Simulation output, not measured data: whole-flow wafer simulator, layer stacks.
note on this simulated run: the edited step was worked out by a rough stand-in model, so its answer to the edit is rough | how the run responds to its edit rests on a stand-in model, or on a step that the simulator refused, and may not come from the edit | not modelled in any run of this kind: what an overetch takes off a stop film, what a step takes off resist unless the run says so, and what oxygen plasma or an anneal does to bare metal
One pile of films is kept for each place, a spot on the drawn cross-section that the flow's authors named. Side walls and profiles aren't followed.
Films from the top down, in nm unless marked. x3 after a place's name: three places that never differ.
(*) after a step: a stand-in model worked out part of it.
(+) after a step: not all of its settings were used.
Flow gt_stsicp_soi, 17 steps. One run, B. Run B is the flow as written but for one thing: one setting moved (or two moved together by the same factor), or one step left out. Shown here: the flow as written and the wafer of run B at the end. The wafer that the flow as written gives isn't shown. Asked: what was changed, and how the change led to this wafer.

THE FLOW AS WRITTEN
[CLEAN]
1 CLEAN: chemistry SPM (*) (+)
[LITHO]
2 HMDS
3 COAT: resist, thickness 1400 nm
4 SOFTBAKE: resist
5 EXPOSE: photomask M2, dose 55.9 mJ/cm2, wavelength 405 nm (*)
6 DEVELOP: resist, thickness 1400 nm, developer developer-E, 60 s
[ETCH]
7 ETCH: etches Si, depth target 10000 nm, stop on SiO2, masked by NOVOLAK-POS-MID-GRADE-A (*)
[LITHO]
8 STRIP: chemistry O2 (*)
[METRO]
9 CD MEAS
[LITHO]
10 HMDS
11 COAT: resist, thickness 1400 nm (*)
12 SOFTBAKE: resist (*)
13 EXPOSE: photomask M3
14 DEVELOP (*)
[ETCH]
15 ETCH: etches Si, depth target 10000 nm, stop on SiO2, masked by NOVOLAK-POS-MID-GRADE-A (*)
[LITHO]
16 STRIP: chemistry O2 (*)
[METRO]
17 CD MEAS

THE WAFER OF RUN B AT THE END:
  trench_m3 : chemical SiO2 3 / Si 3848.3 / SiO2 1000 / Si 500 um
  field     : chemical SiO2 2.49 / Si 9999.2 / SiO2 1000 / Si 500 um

The cause: step 15, ETCH: depth target 6150 nm was run, where the flow has depth target 10000 nm.

How the change led to this, step by step:
  15 ETCH: etches Si, depth target 10000 nm, stop on SiO2, masked by NOVOLAK-POS-MID-GRADE-A (*)
      trench_m3: chemical SiO2 -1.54 (all of it), Si -6150 (as written it would be: chemical SiO2 -1.54 (all of it), Si -9999.6 (all of it))
      field, trench_m2: resist -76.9 (as written it would be: resist -125)
  16 STRIP: chemistry O2 (*)
      trench_m3: chemical SiO2 +3 (new film), Si -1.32 (as written it would be: nothing)
      field: resist -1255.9 (all of it), chemical SiO2 +0.94, Si -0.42 (as written it would be: resist -1207.8 (all of it), chemical SiO2 +0.94, Si -0.41)
